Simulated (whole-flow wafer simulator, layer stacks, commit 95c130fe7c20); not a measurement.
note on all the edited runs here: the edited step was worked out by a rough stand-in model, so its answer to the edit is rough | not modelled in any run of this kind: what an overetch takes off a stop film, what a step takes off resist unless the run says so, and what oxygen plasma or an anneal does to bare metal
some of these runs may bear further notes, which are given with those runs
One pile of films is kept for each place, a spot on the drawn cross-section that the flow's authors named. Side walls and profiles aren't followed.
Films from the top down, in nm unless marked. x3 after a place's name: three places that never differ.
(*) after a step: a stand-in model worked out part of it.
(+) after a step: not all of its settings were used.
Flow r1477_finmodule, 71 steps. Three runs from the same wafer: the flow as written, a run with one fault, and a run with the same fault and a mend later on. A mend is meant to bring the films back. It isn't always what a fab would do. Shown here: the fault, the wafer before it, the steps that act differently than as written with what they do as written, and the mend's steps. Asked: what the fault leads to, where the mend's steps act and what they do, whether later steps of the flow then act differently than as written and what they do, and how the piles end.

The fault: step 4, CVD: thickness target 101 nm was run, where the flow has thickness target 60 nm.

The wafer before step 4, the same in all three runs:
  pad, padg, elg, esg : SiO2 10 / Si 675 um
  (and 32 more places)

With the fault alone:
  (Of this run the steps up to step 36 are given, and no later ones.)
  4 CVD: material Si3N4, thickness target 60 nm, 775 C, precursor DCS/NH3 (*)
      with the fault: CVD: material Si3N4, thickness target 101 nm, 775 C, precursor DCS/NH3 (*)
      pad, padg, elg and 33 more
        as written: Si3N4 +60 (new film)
        with the fault: Si3N4 +101 (new film)
  Later steps of the flow that act differently than as written:
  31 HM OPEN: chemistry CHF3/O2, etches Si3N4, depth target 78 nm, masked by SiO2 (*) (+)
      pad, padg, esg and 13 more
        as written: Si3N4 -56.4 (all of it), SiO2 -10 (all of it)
        with the fault: Si3N4 -78
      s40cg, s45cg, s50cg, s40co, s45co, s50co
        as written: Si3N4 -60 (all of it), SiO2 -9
        with the fault: Si3N4 -78
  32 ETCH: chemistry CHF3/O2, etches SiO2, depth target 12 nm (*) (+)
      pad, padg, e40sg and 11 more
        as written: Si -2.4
        with the fault: Si3N4 -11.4
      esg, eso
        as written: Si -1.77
        with the fault: Si3N4 -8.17
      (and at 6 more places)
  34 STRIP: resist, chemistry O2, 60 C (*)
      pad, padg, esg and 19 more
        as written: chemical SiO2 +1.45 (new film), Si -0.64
        with the fault: nothing
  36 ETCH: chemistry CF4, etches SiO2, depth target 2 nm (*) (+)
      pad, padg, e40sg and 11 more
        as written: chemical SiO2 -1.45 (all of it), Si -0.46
        with the fault: Si3N4 -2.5
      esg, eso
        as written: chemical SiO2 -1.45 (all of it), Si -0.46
        with the fault: Si3N4 -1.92
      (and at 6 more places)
  After step 36 the piles differ from the flow's by more than 2% or 0.5 nm, whichever is larger, at pad, padg, elg and 33 more.
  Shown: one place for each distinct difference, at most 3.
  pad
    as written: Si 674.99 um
    with the fault: Si3N4 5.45 / SiO2 10 / Si 675 um
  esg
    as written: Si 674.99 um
    with the fault: Si3N4 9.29 / SiO2 10 / Si 675 um
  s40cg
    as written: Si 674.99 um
    with the fault: Si3N4 11.3 / SiO2 10 / Si 675 um

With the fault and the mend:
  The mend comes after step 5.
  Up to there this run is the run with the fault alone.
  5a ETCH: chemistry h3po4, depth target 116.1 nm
      pad, padg, elg and 33 more
        Si3N4 -101 (all of it)
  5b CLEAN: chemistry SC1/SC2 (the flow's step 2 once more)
      changes no film at any place that is followed
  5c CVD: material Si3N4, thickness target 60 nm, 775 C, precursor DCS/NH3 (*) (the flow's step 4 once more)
      pad, padg, elg and 33 more
        Si3N4 +60 (new film)
  No later step of the flow acts differently than as written at any place that is followed.
  At the end the piles are the same as the flow's at every place that both follow.
